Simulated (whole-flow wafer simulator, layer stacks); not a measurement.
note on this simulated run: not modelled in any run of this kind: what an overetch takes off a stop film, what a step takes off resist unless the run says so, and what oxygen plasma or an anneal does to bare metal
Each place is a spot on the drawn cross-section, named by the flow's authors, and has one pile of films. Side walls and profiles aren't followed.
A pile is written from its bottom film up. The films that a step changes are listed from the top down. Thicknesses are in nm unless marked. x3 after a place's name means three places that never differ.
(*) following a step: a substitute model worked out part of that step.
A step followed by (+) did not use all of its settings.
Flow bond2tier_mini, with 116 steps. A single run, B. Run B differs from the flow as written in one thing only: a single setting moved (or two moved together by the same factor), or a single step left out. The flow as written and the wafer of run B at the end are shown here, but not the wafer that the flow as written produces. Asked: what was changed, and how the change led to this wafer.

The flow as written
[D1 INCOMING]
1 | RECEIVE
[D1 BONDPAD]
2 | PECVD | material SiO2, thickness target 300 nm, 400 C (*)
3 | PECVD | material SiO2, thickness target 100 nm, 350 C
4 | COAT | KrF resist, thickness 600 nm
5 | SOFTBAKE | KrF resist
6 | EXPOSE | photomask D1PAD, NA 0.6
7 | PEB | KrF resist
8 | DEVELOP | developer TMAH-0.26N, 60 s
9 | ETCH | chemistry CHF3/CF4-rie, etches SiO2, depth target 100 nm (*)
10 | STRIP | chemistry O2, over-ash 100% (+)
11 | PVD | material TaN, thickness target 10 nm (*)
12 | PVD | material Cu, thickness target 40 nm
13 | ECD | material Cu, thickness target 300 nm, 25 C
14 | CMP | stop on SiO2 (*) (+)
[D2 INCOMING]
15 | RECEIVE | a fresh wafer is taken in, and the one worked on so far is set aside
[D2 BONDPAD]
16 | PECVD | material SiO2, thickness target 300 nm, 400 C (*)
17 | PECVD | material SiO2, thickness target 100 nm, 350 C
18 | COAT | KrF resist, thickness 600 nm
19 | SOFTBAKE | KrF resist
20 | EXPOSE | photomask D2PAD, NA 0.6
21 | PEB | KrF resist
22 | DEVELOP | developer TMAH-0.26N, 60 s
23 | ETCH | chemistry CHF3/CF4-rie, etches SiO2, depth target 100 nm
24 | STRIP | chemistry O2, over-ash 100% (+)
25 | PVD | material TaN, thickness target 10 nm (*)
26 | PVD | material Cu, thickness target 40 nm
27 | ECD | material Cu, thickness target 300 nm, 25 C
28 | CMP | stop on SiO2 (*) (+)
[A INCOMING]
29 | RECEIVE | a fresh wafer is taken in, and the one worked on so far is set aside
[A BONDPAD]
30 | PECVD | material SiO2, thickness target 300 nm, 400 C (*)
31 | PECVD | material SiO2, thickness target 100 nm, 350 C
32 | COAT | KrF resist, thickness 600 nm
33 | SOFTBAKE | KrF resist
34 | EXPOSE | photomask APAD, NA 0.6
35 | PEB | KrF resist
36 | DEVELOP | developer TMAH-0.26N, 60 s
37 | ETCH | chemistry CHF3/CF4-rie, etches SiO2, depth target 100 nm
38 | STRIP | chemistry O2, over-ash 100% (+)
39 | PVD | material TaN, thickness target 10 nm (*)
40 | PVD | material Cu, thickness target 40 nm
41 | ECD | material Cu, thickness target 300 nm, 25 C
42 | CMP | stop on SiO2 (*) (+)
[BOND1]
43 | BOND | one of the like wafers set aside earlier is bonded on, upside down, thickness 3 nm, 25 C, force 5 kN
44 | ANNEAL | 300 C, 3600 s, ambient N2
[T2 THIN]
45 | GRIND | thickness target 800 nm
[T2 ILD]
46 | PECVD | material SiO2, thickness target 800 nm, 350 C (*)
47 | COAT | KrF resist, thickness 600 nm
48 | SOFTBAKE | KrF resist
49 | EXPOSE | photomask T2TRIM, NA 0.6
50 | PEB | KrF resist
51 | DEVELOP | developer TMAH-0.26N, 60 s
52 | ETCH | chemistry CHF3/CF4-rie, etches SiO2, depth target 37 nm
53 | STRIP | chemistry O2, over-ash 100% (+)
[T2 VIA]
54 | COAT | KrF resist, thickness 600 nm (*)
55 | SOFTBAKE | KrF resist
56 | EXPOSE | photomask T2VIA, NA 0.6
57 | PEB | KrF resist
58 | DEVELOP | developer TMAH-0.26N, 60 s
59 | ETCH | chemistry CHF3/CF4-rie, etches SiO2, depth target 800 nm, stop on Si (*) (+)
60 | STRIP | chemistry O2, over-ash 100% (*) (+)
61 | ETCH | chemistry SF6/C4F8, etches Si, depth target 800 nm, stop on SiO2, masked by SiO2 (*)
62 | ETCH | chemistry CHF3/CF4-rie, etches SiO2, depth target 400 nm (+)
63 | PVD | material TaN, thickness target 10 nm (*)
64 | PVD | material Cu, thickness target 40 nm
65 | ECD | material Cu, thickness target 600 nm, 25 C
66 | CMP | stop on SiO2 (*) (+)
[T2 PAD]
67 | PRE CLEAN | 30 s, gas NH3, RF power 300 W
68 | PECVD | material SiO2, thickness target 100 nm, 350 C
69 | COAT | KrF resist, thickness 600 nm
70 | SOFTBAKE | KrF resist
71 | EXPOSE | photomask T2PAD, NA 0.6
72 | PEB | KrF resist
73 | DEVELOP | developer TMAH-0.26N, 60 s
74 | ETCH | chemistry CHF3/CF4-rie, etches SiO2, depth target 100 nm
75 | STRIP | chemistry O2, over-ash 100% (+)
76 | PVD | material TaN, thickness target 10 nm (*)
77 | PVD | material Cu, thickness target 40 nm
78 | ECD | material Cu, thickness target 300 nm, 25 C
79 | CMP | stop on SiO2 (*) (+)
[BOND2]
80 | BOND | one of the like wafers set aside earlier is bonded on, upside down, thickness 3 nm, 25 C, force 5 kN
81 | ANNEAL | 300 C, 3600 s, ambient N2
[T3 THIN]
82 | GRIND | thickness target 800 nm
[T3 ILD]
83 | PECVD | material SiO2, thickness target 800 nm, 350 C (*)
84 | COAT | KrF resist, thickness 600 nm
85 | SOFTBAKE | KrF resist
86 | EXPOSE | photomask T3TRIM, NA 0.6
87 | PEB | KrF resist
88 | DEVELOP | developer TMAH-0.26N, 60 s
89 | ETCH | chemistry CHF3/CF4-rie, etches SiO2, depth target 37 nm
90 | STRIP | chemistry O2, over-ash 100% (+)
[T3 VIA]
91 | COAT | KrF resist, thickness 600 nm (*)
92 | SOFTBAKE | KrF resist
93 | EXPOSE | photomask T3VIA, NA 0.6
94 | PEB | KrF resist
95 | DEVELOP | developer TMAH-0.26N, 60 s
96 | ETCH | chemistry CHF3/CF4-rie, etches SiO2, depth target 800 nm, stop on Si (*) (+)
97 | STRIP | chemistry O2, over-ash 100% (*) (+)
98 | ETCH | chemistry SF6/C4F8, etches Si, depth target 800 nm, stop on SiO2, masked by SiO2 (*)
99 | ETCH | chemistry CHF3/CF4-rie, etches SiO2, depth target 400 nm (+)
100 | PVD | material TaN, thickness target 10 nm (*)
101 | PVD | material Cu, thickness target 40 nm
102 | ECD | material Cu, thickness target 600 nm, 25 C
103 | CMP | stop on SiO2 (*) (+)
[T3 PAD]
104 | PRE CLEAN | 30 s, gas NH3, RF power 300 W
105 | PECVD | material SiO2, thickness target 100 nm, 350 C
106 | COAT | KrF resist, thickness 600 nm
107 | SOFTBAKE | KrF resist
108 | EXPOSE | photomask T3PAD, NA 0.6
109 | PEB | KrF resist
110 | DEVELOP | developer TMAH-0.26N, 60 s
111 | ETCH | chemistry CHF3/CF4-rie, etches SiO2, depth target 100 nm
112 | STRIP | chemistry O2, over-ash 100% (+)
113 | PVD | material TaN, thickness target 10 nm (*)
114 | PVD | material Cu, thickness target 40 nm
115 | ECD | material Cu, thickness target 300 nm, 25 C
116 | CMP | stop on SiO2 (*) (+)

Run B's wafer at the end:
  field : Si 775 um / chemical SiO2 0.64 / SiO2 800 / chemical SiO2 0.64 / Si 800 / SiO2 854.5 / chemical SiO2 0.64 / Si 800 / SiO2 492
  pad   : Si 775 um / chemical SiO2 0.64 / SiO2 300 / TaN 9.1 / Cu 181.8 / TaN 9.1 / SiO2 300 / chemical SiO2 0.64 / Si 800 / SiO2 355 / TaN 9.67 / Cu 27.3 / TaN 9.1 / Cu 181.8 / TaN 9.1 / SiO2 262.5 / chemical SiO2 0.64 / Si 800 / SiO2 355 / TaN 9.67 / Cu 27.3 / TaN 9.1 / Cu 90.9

Cause: step 17, PECVD: thickness target 62.5 nm was run, while the flow as written has thickness target 100 nm.

How this came from the change, step by step:
  17 | PECVD | material SiO2, thickness target 100 nm, 350 C
      field, pad, via: SiO2 gains 62.5 (it would be, as written: SiO2 gains 100)
  80 | BOND | one of the like wafers set aside earlier is bonded on, upside down, thickness 3 nm, 25 C, force 5 kN
      field: Si gains 775 um (new film), chemical SiO2 gains 0.64 (new film), SiO2 gains 362.5 (it would be, as written: Si gains 775 um (new film), chemical SiO2 gains 0.64 (new film), SiO2 gains 400)
      pad: Si gains 775 um (new film), chemical SiO2 gains 0.64 (new film), SiO2 gains 262.5 (new film), TaN gains 9.1 (new film), Cu gains 90.9 (it would be, as written: Si gains 775 um (new film), chemical SiO2 gains 0.64 (new film), SiO2 gains 300 (new film), TaN gains 9.1 (new film), Cu gains 90.9)
